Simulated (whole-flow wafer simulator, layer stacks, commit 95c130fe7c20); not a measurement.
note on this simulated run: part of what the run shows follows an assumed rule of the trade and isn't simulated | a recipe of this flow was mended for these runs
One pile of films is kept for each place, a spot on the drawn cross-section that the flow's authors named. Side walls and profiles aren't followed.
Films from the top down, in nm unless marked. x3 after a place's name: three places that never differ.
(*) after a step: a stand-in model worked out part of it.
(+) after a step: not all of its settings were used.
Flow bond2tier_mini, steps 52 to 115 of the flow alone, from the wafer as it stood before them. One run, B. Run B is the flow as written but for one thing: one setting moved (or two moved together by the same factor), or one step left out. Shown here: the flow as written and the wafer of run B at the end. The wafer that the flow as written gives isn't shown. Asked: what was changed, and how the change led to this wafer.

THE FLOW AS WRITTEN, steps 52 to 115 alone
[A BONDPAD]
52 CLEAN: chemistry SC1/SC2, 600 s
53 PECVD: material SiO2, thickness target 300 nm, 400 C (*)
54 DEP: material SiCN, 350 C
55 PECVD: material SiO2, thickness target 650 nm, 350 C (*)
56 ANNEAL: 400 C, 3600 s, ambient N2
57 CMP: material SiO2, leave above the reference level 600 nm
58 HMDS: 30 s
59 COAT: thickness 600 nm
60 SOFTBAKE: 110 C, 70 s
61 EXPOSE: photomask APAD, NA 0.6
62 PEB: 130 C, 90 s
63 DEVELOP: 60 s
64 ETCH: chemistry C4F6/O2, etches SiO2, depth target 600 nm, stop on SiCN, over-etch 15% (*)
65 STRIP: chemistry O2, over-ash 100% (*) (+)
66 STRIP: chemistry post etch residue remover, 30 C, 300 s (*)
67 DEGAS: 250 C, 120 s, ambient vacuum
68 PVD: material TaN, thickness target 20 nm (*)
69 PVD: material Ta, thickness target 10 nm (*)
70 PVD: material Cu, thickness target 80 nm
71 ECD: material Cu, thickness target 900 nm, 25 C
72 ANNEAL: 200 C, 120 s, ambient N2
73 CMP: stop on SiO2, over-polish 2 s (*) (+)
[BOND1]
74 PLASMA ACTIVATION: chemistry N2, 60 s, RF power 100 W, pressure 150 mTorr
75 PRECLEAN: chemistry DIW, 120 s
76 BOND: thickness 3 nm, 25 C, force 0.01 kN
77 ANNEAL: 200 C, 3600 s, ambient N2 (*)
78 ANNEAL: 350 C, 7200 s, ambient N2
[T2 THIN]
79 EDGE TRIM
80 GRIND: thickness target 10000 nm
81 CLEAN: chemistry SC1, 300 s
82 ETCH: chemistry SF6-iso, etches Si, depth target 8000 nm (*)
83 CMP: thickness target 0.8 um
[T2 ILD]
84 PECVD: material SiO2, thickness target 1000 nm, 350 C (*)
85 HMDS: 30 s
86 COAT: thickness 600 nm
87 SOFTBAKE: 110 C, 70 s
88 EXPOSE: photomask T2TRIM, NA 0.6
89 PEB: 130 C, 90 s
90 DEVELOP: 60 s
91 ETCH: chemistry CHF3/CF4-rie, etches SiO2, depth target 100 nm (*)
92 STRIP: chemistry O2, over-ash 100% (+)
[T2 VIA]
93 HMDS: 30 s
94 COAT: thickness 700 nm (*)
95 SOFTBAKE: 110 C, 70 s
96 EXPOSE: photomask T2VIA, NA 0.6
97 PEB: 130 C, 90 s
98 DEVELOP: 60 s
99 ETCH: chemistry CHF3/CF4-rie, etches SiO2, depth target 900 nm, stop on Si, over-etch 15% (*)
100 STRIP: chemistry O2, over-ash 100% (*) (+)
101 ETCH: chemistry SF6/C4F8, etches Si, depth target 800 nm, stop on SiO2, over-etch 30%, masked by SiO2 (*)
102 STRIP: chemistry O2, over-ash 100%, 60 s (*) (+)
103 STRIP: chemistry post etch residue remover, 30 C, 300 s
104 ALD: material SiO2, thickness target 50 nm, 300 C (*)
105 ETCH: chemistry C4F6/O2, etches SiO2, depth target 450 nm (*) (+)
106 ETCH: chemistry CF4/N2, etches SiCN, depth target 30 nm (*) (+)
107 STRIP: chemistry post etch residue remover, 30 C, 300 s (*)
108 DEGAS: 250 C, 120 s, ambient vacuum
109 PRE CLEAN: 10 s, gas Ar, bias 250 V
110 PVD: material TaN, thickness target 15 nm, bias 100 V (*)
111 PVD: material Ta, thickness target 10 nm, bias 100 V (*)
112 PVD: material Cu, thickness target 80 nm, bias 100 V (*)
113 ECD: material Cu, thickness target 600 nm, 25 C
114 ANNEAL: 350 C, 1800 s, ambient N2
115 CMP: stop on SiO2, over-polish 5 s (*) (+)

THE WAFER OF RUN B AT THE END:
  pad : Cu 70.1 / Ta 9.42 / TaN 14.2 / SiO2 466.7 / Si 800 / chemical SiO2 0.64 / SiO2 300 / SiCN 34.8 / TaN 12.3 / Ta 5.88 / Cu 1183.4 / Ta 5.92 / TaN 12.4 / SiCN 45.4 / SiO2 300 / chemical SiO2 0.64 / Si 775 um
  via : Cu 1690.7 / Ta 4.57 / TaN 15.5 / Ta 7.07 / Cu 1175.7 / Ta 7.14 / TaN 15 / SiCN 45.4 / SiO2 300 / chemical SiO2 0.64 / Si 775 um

The cause: step 64, ETCH: depth target 545.6 nm was run, where the flow has depth target 600 nm.

How the change led to this, step by step:
  64 ETCH: chemistry C4F6/O2, etches SiO2, depth target 600 nm, stop on SiCN, over-etch 15% (*)
      pad, via: SiO2 -600 (all of it), SiCN -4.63 (as written it would be: SiO2 -600 (all of it), SiCN -15.2)
      field: thick-KrF-resist -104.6 (as written it would be: thick-KrF-resist -115)
  65 STRIP: chemistry O2, over-ash 100% (*) (+)
      field: thick-KrF-resist -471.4 (all of it) (as written it would be: thick-KrF-resist -460.9 (all of it))
